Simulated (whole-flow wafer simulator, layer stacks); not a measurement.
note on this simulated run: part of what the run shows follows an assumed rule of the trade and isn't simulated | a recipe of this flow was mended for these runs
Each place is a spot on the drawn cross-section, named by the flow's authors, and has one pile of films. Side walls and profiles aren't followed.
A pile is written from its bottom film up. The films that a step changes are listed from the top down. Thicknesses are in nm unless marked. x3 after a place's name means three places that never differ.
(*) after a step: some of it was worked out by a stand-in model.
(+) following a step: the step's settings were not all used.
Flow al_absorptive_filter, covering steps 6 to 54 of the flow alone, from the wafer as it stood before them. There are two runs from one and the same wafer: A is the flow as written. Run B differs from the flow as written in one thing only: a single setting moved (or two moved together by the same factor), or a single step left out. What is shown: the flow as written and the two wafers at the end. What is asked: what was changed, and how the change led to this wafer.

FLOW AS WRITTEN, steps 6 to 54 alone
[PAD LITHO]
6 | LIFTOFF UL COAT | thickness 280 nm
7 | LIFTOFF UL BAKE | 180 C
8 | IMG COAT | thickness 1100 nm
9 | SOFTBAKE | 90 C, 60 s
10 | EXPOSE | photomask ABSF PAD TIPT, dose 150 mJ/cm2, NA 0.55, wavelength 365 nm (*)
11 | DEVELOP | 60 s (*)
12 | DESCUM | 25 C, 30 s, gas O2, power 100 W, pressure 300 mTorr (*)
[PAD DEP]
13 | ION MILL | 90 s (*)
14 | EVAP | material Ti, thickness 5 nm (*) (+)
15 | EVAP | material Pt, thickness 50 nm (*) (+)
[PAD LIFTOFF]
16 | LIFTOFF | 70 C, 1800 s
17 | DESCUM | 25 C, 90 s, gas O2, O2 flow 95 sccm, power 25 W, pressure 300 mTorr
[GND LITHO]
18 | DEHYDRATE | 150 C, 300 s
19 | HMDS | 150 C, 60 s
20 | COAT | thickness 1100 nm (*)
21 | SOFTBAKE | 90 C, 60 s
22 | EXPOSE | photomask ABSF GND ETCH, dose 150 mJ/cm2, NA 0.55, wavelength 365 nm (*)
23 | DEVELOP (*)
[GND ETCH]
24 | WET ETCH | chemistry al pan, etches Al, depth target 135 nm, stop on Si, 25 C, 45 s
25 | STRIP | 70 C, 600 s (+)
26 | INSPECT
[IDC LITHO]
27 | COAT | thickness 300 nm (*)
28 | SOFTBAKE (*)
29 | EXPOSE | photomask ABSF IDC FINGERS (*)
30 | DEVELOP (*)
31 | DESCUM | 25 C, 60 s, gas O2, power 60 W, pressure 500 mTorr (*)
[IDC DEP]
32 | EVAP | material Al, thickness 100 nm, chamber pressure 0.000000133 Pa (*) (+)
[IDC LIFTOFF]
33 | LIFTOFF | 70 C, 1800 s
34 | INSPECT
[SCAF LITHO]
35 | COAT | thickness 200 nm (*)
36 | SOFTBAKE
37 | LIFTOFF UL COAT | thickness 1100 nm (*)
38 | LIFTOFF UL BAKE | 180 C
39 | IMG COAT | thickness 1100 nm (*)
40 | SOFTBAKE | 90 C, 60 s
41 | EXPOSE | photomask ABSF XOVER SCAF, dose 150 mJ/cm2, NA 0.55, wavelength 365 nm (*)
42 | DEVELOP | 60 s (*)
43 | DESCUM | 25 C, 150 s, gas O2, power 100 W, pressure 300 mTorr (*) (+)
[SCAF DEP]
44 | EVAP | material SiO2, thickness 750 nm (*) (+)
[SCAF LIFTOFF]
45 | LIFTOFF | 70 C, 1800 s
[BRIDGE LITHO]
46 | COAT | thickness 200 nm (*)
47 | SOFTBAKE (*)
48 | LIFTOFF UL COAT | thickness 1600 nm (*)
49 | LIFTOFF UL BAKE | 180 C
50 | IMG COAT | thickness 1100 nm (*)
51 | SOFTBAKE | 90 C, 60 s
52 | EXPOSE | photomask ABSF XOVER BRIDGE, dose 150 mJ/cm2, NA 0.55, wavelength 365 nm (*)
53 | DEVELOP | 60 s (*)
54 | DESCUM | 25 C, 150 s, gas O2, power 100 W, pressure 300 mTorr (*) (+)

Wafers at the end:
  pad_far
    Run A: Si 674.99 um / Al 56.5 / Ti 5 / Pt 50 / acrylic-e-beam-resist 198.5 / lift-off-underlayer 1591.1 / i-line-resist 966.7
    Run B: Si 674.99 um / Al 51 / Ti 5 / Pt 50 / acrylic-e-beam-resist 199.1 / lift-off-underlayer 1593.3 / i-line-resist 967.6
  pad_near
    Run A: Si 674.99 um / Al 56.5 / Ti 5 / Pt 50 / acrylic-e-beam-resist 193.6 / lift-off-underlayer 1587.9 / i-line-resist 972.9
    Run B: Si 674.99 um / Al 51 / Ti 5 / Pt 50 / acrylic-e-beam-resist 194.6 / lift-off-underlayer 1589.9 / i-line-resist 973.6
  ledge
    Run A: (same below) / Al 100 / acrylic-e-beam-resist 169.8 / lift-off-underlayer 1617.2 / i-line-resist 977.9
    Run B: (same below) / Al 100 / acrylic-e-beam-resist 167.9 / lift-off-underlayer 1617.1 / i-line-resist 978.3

Cause: step 11, DEVELOP: 76.5 s was run, whereas the flow has 60 s.

Step by step, how the change led to this:
  11 | DEVELOP | 60 s (*)
      pad_far, pad_near: A i-line-resist loses 1100 (all of it), lift-off-underlayer loses 280 (all of it), Al loses 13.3 | B i-line-resist loses 1100 (all of it), lift-off-underlayer loses 280 (all of it), Al loses 18.8
